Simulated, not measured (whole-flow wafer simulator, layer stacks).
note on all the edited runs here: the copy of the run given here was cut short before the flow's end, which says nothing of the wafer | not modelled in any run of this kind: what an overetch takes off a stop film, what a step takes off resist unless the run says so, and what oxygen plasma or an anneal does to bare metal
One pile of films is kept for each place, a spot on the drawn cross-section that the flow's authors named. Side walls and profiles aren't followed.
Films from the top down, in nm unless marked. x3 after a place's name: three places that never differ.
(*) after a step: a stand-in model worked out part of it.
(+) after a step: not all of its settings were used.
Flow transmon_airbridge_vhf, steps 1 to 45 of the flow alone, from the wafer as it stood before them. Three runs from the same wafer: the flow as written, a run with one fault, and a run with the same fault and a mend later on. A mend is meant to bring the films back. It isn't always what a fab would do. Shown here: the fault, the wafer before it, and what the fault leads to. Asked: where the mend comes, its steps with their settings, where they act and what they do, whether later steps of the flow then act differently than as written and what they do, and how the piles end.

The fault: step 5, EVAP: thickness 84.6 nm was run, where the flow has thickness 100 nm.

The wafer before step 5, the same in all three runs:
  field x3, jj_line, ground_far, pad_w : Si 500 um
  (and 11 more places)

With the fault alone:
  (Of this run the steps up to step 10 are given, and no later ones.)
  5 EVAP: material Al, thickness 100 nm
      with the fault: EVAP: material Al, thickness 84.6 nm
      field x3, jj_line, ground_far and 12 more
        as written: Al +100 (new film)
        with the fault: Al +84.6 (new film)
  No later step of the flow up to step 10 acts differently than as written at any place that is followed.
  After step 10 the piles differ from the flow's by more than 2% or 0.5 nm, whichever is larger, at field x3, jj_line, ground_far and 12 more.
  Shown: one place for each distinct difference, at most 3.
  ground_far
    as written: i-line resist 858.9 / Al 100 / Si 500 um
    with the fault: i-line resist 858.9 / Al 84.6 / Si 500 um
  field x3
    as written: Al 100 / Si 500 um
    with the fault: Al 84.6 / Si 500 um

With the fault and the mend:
  The mend comes after step 10.
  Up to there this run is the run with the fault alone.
  10a STRIP: i-line resist, 80 C, 600 s (+)
      ground_far, pad_w, flank_w and 8 more
        i-line resist -858.9 (all of it)
  10b EVAP: material Al, thickness 15.4 nm (the flow's step 5 once more, with other settings)
      field x3, jj_line, ground_far and 12 more
        Al +15.4
  10c COAT: i-line resist, thickness 900 nm (the flow's step 6 once more)
      field x3, jj_line, ground_far and 12 more
        i-line resist +900 (new film)
  10d SOFTBAKE: i-line resist, 90 C, 90 s (the flow's step 7 once more)
      changes no film at any place that is followed
  10e EXPOSE: i-line resist, thickness 900 nm, photomask AB CPW, dose 155.4 mJ/cm2, NA 0.45, wavelength 365 nm (*) (the flow's step 8 once more)
      changes no film at any place that is followed
  10f PEB: i-line resist, 110 C, 60 s (the flow's step 9 once more)
      field x3, jj_line, ground_far and 12 more
        i-line resist -41
  10g DEVELOP: i-line resist, thickness 900 nm, developer developer-B, 60 s (the flow's step 10 once more)
      ground_far, pad_w, flank_w and 8 more
        i-line resist -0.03
      field x3, jj_line, gap_w, gap_e
        i-line resist -859 (all of it)
  No later step of the flow acts differently than as written at any place that is followed.
  At the end the piles are the same as the flow's at every place that both follow.
